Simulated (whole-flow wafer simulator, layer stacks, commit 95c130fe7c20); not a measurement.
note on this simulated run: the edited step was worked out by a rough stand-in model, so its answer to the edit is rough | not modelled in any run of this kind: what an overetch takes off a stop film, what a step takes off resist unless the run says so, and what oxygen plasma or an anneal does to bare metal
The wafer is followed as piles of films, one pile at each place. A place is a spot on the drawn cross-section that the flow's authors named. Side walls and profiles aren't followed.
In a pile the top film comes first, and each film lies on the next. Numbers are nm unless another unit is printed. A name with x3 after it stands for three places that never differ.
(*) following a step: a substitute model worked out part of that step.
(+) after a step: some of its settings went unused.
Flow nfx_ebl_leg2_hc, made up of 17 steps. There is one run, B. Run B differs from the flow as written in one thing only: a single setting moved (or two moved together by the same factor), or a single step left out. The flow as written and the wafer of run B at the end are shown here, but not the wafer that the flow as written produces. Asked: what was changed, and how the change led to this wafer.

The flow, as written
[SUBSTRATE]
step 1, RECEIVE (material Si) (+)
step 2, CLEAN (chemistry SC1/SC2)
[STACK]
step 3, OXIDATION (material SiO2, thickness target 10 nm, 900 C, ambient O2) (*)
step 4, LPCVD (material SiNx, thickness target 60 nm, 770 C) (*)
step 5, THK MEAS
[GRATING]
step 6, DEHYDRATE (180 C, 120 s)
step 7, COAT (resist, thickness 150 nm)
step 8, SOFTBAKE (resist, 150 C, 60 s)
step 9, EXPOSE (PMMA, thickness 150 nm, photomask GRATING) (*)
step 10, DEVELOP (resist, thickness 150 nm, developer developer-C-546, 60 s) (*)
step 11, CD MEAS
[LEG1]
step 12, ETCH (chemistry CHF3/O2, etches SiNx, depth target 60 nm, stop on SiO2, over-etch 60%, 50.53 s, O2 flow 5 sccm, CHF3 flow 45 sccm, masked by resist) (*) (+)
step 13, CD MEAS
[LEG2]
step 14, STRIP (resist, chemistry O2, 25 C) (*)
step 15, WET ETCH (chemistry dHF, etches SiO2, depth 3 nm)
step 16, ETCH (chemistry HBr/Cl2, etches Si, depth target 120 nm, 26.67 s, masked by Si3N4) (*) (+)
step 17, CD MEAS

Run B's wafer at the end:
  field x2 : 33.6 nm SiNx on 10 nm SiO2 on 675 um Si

Cause: step 4, LPCVD: thickness target 45 nm was run, whereas the flow has thickness target 60 nm.

The path from the change to this, step by step:
  step 4, LPCVD (material SiNx, thickness target 60 nm, 770 C) (*)
      field x2, pad x2: SiNx gains 45 (new film) (it would be, as written: SiNx gains 60 (new film))
  step 12, ETCH (chemistry CHF3/O2, etches SiNx, depth target 60 nm, stop on SiO2, over-etch 60%, 50.53 s, O2 flow 5 sccm, CHF3 flow 45 sccm, masked by resist) (*) (+)
      pad x2: SiNx loses 45 (all of it), SiO2 loses 10 (all of it) (it would be, as written: SiNx loses 60 (all of it), SiO2 loses 10 (all of it))
